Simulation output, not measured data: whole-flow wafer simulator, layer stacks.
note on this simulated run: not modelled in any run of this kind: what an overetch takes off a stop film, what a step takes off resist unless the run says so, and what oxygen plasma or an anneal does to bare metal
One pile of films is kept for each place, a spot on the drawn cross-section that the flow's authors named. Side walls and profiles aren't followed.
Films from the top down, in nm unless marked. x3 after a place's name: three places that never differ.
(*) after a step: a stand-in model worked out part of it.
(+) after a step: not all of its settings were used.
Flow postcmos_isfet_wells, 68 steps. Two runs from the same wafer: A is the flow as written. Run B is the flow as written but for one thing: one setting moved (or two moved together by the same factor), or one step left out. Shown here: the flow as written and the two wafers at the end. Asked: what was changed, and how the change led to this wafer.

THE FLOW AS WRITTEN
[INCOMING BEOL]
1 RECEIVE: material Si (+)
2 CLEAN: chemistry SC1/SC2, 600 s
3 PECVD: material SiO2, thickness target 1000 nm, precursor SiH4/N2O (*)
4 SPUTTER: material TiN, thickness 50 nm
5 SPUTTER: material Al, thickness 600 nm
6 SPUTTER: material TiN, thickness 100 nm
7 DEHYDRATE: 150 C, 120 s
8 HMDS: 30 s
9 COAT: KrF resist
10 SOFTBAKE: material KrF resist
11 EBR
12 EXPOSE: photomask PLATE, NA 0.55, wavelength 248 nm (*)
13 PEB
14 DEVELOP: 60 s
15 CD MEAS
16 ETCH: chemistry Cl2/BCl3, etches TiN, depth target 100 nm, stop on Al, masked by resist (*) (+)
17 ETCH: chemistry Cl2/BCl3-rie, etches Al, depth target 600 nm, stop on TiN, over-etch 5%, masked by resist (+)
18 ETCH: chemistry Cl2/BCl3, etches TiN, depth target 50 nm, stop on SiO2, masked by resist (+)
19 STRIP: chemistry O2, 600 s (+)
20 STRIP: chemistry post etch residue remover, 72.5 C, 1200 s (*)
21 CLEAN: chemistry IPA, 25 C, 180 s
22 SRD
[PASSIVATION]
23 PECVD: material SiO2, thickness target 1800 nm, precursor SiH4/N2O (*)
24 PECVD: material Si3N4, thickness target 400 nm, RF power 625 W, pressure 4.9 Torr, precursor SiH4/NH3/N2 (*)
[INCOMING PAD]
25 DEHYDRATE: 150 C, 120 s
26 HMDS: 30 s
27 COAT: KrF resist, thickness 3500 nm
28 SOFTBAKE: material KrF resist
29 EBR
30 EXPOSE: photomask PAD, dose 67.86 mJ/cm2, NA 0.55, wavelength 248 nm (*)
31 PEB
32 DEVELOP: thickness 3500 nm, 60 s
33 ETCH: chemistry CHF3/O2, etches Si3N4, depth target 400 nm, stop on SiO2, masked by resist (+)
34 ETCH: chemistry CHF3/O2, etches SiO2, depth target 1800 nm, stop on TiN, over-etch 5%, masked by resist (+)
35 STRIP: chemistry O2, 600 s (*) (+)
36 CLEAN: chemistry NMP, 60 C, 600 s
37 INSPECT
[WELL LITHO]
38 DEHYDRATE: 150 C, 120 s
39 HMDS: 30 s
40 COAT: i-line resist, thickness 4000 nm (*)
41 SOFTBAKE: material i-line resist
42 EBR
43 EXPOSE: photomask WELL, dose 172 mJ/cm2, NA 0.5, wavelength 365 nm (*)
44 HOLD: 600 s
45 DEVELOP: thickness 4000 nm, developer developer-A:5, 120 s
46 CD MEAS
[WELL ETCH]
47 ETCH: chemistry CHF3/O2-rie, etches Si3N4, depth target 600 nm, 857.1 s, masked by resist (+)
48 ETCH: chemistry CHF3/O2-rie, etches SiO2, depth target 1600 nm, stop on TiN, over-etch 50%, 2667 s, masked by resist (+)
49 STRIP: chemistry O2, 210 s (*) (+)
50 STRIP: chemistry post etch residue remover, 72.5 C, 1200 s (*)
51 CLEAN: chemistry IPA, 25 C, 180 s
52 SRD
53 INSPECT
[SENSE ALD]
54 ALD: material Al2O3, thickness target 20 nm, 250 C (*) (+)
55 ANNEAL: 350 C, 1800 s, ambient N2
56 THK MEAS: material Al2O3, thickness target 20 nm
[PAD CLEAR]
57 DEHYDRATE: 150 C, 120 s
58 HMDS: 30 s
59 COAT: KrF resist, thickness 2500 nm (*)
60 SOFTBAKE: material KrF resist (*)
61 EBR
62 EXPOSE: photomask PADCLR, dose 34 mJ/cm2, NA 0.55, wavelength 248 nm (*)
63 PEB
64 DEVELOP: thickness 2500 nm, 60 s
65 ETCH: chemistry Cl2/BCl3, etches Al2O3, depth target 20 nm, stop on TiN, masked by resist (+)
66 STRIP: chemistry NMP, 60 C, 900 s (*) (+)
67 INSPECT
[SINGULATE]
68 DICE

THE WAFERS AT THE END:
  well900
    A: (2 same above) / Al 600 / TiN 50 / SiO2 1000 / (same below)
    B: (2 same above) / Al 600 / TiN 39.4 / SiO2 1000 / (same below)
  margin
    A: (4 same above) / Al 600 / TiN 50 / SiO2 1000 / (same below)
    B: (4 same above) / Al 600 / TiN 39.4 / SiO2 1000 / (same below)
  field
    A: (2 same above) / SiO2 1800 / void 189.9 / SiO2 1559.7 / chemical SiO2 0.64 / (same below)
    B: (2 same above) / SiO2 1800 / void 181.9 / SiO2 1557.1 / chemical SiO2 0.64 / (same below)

The cause: step 4, SPUTTER: thickness 39.4 nm was run, where the flow has thickness 50 nm; step 18, ETCH: depth target 39.4 nm was run, where the flow has depth target 50 nm.
It can be read off the wafer: well900 has TiN 39.4, and step 4 as written asks for 50 nm.

How the change led to this, step by step:
  4 SPUTTER: material TiN, thickness 50 nm
      field, margin, well900, well1300 x3, pad_rim, pad_clr, pad_open: A TiN +50 (new film) | B TiN +39.4 (new film)
  18 ETCH: chemistry Cl2/BCl3, etches TiN, depth target 50 nm, stop on SiO2, masked by resist (+)
      margin, well900, well1300 x3, pad_rim, pad_clr, pad_open: A KrF resist -20 | B KrF resist -15.8
      field: A TiN -50 (all of it) | B TiN -39.4 (all of it)
  23 PECVD: material SiO2, thickness target 1800 nm, precursor SiH4/N2O (*)
      field: A SiO2 +1800 (new film), void +189.9 (new film), SiO2 +559.7 | B SiO2 +1800 (new film), void +181.9 (new film), SiO2 +557.1
